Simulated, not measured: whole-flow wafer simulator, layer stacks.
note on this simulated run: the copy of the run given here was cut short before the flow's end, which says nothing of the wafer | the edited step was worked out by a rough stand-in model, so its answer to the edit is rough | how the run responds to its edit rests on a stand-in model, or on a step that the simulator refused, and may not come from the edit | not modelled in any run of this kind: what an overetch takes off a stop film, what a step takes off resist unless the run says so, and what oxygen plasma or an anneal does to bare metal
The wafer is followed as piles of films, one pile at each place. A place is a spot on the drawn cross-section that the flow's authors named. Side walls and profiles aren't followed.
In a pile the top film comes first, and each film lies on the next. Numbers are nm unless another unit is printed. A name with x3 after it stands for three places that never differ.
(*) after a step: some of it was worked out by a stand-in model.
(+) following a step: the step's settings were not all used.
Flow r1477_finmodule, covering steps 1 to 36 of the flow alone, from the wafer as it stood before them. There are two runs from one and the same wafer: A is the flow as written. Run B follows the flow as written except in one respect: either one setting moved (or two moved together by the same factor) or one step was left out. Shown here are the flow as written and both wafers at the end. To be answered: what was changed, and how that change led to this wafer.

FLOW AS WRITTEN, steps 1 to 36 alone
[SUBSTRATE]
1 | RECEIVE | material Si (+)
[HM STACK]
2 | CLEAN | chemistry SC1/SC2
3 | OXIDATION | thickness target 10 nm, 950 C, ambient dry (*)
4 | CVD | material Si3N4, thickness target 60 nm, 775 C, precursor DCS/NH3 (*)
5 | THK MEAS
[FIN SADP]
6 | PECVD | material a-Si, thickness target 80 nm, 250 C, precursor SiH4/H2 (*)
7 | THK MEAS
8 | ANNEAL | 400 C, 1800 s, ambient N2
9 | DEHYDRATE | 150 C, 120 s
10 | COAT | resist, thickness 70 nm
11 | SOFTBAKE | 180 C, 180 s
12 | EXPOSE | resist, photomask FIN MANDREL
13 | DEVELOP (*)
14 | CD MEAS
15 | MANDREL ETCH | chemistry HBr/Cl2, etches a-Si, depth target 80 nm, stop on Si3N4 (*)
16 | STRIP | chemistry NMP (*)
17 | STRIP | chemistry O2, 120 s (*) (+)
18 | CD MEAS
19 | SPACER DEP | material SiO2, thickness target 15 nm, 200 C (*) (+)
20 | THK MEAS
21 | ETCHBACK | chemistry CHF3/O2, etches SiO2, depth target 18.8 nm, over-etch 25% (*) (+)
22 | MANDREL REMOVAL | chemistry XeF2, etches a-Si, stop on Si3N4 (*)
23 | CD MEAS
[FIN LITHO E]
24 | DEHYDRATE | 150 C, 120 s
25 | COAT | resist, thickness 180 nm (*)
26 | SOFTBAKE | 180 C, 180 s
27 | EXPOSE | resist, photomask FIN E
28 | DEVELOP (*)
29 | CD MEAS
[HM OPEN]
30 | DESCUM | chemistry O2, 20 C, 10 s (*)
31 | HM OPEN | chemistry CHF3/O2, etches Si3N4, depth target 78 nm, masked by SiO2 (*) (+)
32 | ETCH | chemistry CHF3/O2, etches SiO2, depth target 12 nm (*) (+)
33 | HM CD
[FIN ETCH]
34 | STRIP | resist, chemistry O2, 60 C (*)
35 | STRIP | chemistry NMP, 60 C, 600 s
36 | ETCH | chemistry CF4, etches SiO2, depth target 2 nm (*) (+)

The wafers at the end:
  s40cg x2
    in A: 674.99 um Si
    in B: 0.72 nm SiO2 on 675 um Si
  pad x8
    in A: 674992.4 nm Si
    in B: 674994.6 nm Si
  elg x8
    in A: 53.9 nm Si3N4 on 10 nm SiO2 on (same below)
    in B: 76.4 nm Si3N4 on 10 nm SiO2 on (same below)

What caused this: step 4, CVD: thickness target 82.5 nm was run, though the flow has thickness target 60 nm.

How this came from the change, step by step:
  4 | CVD | material Si3N4, thickness target 60 nm, 775 C, precursor DCS/NH3 (*)
      pad x8, elg x8, esg x2 and 18 more: A Si3N4 gains 60 (new film) | B Si3N4 gains 82.5 (new film)
  31 | HM OPEN | chemistry CHF3/O2, etches Si3N4, depth target 78 nm, masked by SiO2 (*) (+)
      pad x8, esg x2, s40sg x2, s45sg x2, s50sg x2: A Si3N4 loses 56.4 (all of it), SiO2 loses 10 (all of it) | B Si3N4 loses 78
      s40cg x2, s45cg x2, s50cg x2: A Si3N4 loses 60 (all of it), SiO2 loses 9 | B Si3N4 loses 78
  32 | ETCH | chemistry CHF3/O2, etches SiO2, depth target 12 nm (*) (+)
      pad x8, s40sg x2, s45sg x2, s50sg x2: A Si loses 2.4 | B Si3N4 loses 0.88 (all of it), SiO2 loses 10 (all of it), Si loses 0.22
      s40cg x2, s45cg x2, s50cg x2: A SiO2 loses 1 (all of it), Si loses 2.2 | B Si3N4 loses 4.5 (all of it), SiO2 loses 7.28
      (as well as at 2 more places)
  34 | STRIP | resist, chemistry O2, 60 C (*)
      s40cg x2, s45cg x2, s50cg x2: A chemical SiO2 gains 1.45 (new film), Si loses 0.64 | B nothing
  36 | ETCH | chemistry CF4, etches SiO2, depth target 2 nm (*) (+)
      s40cg x2, s45cg x2, s50cg x2: A chemical SiO2 loses 1.45 (all of it), Si loses 0.46 | B SiO2 loses 2
